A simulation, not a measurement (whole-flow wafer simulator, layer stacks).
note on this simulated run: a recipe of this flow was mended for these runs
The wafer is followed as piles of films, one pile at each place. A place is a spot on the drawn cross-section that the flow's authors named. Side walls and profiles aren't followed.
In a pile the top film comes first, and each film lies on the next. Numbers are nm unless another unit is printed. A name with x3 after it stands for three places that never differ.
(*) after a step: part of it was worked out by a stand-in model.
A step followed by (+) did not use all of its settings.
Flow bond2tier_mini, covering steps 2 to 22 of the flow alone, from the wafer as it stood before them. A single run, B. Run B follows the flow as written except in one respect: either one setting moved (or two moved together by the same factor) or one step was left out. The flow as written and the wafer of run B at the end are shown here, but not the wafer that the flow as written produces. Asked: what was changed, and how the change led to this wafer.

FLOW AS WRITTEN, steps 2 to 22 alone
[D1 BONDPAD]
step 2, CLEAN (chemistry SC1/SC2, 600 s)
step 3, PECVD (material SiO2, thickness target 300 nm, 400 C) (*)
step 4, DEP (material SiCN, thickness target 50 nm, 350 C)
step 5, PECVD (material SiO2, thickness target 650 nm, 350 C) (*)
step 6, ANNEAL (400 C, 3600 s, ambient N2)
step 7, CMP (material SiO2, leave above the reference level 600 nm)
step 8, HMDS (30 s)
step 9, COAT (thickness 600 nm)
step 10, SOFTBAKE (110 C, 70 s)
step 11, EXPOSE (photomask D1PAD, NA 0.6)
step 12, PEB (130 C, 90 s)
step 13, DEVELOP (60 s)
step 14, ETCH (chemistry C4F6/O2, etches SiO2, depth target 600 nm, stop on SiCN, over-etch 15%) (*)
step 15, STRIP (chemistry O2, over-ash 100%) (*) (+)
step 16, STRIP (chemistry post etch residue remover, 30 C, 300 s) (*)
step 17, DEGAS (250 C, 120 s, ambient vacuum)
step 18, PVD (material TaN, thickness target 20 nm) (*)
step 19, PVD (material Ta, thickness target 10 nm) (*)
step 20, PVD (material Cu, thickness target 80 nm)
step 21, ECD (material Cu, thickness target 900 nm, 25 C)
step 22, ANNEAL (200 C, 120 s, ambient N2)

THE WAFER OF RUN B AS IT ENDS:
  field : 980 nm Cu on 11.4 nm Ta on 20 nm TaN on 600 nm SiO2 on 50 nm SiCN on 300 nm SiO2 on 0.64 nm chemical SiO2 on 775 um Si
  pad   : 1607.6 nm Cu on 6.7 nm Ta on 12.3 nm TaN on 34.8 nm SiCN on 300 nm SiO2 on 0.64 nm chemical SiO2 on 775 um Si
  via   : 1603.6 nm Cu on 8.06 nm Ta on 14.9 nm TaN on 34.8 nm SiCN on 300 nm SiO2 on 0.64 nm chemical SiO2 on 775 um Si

What caused this: step 19, PVD: thickness target 11.4 nm was run, while the flow as written has thickness target 10 nm.
The wafer lets one read it off: field has Ta 11.4, and step 19 as written asks for 10 nm.

The path from the change to this, step by step:
  step 19, PVD (material Ta, thickness target 10 nm) (*)
      field: +11.4 Ta (new film) (it would be, as written: +10 Ta (new film))
      pad: +6.7 Ta (new film) (it would be, as written: +5.88 Ta (new film))
      (as well as at 1 more place)
